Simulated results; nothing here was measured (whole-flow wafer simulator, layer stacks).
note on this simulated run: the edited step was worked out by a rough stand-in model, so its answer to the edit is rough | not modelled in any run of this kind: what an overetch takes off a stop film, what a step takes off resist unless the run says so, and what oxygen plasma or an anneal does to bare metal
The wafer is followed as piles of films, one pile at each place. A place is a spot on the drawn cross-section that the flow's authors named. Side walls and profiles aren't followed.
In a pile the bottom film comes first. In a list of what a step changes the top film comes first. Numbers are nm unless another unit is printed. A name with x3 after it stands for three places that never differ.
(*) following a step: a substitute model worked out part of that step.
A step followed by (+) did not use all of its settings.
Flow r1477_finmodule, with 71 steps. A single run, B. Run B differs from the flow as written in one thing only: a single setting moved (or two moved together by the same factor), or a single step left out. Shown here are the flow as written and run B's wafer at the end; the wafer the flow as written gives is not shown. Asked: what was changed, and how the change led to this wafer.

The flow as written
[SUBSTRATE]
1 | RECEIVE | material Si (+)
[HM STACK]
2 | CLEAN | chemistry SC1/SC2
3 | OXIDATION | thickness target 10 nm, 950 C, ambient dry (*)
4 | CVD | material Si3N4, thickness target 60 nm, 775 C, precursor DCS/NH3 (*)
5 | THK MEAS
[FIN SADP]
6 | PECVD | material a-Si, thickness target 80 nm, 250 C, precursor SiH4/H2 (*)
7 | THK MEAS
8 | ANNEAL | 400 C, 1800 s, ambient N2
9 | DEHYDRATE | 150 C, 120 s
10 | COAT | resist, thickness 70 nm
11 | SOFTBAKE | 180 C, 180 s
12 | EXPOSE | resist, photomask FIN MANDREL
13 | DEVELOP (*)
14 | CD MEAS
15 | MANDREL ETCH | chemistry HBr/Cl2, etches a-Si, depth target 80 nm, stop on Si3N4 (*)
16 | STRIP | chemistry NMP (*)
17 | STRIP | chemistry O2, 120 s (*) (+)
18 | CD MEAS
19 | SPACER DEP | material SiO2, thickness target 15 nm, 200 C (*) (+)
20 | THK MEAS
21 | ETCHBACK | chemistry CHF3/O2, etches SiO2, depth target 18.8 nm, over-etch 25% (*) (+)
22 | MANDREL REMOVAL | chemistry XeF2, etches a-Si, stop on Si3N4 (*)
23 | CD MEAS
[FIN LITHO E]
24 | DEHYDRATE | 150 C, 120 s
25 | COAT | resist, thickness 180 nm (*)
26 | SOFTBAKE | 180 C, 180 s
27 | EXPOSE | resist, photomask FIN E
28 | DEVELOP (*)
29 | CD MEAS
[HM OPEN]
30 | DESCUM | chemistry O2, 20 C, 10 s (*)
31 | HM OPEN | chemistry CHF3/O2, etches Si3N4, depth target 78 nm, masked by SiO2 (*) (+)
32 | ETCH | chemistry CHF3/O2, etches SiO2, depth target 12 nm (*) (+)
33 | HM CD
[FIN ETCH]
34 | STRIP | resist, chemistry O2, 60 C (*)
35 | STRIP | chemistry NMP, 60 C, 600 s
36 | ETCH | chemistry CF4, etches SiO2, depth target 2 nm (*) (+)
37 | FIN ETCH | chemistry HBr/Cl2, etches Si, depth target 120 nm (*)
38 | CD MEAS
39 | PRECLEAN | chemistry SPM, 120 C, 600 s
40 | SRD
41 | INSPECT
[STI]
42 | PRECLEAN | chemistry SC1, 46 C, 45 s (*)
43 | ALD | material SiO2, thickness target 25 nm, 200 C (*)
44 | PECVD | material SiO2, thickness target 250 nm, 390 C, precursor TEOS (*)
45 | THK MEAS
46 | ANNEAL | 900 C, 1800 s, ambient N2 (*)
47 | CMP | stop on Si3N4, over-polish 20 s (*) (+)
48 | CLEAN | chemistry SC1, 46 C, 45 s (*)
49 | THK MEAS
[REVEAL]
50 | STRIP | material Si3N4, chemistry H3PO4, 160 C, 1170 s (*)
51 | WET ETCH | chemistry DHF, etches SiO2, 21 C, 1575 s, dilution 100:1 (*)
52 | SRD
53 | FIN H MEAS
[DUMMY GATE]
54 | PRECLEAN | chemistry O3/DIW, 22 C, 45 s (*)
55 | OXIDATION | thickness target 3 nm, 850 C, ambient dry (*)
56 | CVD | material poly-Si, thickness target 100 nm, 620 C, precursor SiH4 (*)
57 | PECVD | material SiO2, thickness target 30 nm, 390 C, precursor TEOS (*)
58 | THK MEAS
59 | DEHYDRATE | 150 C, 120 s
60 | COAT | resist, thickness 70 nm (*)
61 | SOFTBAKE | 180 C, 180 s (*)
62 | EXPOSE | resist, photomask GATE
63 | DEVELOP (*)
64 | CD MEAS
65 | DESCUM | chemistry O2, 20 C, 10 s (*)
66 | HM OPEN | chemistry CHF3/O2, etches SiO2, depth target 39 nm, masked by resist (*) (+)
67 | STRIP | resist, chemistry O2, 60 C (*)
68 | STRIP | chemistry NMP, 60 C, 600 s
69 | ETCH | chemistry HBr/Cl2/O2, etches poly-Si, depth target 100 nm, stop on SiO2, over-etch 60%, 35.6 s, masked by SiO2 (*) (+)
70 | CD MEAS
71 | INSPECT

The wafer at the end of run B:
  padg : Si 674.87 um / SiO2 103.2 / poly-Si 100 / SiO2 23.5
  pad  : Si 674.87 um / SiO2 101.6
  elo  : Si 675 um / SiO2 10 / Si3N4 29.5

What caused this: step 69, ETCH: depth target 122.5 nm was run, though the flow has depth target 100 nm; step 69, ETCH: 43.6 s was run, where the flow has 35.6 s.

Step by step, how the change led to this:
  69 | ETCH | chemistry HBr/Cl2/O2, etches poly-Si, depth target 100 nm, stop on SiO2, over-etch 60%, 35.6 s, masked by SiO2 (*) (+)
      padg, elg, esg and 15 more: SiO2 loses 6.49 (as written it would have been: SiO2 loses 5.3)
      pad, eso, e40so and 8 more: chemical SiO2 loses 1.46 (all of it), poly-Si loses 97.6 (all of it), SiO2 loses 1.61 (as written it would have been: chemical SiO2 loses 1.46 (all of it), poly-Si loses 97.6 (all of it), SiO2 loses 0.42)
      (and at 7 other places as well)
